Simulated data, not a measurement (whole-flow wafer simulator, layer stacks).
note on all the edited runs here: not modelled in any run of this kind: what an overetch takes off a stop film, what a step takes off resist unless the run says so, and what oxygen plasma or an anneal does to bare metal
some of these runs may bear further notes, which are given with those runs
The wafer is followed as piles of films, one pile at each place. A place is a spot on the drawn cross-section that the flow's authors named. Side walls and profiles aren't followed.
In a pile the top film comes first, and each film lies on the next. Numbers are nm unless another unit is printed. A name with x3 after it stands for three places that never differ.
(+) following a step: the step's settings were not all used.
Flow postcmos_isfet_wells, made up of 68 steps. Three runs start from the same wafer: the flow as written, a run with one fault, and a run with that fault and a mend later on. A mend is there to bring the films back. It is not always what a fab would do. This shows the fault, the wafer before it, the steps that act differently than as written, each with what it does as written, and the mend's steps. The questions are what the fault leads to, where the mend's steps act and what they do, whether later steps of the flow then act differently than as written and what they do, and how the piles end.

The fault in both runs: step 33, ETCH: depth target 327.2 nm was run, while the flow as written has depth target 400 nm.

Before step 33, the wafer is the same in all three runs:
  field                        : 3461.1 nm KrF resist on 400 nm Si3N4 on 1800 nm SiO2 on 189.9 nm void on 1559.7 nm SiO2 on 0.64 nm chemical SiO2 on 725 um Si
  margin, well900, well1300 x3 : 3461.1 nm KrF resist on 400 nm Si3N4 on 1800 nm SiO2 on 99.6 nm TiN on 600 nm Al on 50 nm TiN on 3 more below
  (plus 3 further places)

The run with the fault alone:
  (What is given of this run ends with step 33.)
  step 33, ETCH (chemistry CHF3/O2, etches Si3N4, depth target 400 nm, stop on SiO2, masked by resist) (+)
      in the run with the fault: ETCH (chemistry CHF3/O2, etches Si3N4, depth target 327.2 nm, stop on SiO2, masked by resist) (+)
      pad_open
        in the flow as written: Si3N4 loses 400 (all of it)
        in the run with the fault: Si3N4 loses 327.2
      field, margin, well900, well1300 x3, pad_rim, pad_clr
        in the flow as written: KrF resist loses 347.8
        in the run with the fault: KrF resist loses 284.5
  Once step 33 is done, the piles at pad_open depart from the flow's by more than 2% or 0.5 nm, whichever is larger.
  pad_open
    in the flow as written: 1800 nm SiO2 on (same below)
    in the run with the fault: 72.8 nm Si3N4 on 1800 nm SiO2 on (same below)

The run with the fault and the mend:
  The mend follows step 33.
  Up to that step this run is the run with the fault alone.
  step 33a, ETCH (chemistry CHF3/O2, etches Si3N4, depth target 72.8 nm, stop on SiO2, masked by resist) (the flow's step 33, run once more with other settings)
      field, margin, well900, well1300 x3, pad_rim, pad_clr
        KrF resist loses 63.3
      pad_open
        Si3N4 loses 72.8 (all of it)
  None of the later steps of the flow acts differently than as written at any place that is followed.
  By the end, the piles equal the flow's at every place that both follow.
